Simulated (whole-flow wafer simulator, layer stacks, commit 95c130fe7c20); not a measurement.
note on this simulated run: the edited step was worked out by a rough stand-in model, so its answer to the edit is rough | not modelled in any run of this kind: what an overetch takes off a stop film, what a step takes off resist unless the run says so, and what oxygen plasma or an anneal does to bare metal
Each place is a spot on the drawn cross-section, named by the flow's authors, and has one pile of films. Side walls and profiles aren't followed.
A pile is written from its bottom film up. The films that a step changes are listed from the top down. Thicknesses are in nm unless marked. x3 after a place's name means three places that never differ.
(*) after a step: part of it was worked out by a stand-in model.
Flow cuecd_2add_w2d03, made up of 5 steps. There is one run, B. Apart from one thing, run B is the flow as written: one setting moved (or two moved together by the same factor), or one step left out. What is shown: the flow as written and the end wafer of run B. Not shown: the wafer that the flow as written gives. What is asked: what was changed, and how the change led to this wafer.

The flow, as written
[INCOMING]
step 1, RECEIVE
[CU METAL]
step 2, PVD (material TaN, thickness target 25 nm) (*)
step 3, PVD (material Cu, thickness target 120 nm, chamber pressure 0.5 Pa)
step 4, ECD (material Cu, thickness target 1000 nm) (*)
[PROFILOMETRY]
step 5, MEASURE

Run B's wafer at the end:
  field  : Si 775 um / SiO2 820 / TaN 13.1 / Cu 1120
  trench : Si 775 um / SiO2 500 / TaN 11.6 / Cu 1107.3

Cause: step 2, PVD: thickness target 13.1 nm was run, though the flow has thickness target 25 nm.
One can read it off the wafer: field has TaN 13.1, and step 2 as written asks for 25 nm.

How this came from the change, step by step:
  step 2, PVD (material TaN, thickness target 25 nm) (*)
      field: TaN gains 13.1 (new film) (in the flow as written it would be: TaN gains 25 (new film))
      trench: TaN gains 11.6 (new film) (in the flow as written it would be: TaN gains 22.1 (new film))
